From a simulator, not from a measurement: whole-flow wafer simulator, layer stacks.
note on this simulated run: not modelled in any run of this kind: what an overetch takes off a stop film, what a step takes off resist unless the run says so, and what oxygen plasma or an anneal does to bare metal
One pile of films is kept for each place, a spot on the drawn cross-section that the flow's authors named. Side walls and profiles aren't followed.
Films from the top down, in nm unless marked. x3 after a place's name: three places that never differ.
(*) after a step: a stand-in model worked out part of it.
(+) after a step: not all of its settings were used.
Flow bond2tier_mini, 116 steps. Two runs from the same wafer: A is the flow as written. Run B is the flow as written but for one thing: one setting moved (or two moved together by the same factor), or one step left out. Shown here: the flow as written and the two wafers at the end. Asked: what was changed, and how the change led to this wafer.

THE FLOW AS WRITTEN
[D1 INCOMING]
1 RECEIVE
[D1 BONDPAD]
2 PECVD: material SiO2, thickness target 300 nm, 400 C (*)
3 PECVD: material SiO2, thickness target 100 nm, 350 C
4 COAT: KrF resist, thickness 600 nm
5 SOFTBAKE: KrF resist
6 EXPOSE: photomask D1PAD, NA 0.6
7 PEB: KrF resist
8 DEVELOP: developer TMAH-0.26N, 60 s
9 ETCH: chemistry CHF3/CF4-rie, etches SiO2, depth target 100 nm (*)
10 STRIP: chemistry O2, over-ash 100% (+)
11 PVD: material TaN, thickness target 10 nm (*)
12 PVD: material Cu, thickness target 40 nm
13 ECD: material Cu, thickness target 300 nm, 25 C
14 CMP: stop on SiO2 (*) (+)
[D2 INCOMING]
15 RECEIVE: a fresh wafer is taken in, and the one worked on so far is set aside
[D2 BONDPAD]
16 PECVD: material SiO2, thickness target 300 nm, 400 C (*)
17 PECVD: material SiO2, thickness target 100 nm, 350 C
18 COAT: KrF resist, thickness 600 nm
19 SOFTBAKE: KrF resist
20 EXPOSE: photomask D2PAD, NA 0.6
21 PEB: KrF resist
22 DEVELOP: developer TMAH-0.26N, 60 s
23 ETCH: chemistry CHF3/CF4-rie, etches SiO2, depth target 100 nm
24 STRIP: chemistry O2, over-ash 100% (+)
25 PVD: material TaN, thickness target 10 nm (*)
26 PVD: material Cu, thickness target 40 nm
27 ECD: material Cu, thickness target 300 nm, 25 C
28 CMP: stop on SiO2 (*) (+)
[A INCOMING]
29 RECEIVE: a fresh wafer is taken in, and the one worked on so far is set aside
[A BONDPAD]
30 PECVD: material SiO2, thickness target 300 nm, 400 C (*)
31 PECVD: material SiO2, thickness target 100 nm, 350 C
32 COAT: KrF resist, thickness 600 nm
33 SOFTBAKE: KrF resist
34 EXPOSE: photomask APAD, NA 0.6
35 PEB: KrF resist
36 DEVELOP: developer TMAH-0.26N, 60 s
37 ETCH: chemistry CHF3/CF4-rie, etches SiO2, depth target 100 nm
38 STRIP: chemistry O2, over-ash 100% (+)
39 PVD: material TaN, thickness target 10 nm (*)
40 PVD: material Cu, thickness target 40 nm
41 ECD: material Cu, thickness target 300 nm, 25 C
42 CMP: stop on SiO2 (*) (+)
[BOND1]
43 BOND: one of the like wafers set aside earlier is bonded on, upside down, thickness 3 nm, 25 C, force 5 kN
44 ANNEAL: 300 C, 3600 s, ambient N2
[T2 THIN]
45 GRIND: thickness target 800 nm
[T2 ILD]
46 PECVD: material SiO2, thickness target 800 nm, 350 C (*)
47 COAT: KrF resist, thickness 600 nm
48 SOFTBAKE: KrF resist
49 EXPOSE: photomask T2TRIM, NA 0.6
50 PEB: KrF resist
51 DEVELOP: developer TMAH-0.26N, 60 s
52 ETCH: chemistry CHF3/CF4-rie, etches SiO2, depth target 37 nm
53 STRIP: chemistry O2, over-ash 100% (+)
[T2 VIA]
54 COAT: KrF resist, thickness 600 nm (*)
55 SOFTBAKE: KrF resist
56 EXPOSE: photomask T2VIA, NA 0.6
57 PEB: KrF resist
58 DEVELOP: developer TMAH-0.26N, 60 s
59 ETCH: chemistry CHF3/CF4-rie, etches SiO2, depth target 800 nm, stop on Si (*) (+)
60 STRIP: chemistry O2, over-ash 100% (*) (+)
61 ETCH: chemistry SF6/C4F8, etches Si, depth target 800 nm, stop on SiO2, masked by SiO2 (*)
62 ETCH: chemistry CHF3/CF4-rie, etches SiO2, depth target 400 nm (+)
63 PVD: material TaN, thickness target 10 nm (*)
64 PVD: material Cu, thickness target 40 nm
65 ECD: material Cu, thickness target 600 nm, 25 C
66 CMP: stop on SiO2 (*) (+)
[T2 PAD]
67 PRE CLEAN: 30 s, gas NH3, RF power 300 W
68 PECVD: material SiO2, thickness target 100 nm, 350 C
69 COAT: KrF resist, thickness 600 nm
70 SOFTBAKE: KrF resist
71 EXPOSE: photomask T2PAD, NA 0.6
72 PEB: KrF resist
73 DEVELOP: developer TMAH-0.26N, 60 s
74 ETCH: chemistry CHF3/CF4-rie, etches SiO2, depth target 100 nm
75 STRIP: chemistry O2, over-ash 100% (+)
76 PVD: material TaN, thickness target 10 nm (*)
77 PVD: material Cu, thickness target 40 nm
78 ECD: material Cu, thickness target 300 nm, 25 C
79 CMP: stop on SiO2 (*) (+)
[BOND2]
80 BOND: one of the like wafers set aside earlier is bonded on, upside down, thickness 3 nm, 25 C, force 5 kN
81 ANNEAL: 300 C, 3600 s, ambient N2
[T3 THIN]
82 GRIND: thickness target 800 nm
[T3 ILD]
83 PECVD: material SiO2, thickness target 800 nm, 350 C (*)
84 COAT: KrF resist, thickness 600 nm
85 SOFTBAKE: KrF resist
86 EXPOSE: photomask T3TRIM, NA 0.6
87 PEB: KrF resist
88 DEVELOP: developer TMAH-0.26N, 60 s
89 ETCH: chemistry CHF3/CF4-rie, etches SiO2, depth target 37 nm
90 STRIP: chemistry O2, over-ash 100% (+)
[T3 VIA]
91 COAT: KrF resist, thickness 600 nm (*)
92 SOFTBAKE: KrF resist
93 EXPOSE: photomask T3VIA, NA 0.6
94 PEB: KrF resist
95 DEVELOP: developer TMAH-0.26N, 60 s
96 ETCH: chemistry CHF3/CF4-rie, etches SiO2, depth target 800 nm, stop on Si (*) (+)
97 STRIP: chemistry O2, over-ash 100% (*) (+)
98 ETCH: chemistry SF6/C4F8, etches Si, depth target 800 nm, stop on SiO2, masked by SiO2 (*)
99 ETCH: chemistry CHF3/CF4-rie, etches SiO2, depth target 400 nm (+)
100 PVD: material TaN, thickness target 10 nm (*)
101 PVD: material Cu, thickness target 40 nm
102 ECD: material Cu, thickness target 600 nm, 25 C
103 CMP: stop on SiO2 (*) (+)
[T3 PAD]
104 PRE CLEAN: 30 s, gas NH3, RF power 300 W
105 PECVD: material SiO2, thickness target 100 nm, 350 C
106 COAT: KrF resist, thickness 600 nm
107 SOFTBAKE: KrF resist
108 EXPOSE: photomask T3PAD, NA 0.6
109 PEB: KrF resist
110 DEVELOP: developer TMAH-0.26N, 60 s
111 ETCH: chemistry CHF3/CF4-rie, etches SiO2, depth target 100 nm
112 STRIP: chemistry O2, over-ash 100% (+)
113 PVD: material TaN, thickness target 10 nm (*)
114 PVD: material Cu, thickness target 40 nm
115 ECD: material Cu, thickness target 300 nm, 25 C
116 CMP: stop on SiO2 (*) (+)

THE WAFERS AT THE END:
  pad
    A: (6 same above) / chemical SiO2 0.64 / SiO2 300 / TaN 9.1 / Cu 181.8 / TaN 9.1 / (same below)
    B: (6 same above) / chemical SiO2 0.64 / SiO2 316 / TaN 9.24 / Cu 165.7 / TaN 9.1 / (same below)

The cause: step 23, ETCH: depth target 84 nm was run, where the flow has depth target 100 nm.

How the change led to this, step by step:
  23 ETCH: chemistry CHF3/CF4-rie, etches SiO2, depth target 100 nm
      pad, via: A SiO2 -100 | B SiO2 -84
      field: A KrF resist -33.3 | B KrF resist -28
  27 ECD: material Cu, thickness target 300 nm, 25 C
      pad: A Cu +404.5 | B Cu +387.8
      via: A Cu +400.2 | B Cu +384.1
  80 BOND: one of the like wafers set aside earlier is bonded on, upside down, thickness 3 nm, 25 C, force 5 kN
      pad: A Si +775 um (new film), chemical SiO2 +0.64 (new film), SiO2 +300 (new film), TaN +9.1 (new film), Cu +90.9 | B Si +775 um (new film), chemical SiO2 +0.64 (new film), SiO2 +316 (new film), TaN +9.24 (new film), Cu +74.8
